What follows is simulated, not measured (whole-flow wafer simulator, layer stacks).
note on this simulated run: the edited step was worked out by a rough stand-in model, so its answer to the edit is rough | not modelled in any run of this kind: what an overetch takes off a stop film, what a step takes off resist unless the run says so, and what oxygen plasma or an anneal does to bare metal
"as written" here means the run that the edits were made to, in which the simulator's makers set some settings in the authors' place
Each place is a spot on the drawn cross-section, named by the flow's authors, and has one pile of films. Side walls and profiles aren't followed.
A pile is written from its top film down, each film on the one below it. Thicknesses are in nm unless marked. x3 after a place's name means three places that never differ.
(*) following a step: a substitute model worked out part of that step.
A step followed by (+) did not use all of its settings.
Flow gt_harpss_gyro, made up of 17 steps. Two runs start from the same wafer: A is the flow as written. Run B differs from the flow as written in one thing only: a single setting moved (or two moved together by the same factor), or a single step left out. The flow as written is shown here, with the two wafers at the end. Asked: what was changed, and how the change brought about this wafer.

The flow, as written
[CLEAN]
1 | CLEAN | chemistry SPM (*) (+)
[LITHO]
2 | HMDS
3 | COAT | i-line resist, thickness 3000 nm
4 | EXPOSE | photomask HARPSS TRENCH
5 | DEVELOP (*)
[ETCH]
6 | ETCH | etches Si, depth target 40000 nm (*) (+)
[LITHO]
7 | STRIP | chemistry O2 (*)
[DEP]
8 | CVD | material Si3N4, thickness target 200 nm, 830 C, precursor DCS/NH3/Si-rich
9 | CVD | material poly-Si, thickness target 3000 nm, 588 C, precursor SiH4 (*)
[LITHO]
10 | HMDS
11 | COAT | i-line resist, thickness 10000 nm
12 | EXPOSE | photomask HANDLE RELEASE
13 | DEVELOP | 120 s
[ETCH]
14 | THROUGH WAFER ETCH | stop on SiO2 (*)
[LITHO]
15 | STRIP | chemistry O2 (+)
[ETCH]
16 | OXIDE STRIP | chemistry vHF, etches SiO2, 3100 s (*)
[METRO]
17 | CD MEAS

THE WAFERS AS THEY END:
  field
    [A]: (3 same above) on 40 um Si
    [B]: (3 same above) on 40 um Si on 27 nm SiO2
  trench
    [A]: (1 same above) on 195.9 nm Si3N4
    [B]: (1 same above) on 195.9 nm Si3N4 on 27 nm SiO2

Cause: step 16, OXIDE STRIP: 2542 s was run, though the flow has 3100 s.

The path from the change to this, step by step:
  16 | OXIDE STRIP | chemistry vHF, etches SiO2, 3100 s (*)
      field: A under 4 films: SiO2 loses 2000 (all of it) | B under 4 films: SiO2 loses 1973
      trench: A under 2 films: SiO2 loses 2000 (all of it) | B under 2 films: SiO2 loses 1973
